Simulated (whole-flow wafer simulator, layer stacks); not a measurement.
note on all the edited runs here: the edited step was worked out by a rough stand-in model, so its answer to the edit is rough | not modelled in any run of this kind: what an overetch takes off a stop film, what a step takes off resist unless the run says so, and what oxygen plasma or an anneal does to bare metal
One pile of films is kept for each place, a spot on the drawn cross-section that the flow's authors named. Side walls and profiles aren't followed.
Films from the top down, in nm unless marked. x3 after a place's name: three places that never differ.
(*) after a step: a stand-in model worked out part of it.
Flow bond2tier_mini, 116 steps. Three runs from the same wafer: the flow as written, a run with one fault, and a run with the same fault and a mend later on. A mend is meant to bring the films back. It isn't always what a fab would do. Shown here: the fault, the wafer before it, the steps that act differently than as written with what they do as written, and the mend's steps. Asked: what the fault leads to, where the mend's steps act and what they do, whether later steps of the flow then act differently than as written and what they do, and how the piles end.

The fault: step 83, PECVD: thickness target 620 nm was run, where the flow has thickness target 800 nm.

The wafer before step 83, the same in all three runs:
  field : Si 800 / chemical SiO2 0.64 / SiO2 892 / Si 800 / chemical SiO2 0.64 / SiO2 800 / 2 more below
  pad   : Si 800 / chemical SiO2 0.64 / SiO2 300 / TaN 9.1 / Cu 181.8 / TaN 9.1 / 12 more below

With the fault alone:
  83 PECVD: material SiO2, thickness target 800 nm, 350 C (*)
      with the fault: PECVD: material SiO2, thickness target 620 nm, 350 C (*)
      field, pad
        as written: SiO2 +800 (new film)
        with the fault: SiO2 +620 (new film)
  No later step of the flow acts differently than as written at any place that is followed.
  At the end the piles differ from the flow's by more than 2% or 0.5 nm, whichever is larger, at field, pad.
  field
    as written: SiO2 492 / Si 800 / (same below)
    with the fault: SiO2 312 / Si 800 / (same below)
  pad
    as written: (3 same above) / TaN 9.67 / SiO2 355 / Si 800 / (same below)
    with the fault: (3 same above) / TaN 9.67 / SiO2 175 / Si 800 / (same below)

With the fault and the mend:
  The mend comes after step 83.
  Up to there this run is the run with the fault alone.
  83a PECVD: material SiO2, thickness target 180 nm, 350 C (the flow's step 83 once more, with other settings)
      field, pad
        SiO2 +180
  No later step of the flow acts differently than as written at any place that is followed.
  At the end the piles are the same as the flow's at every place that both follow.
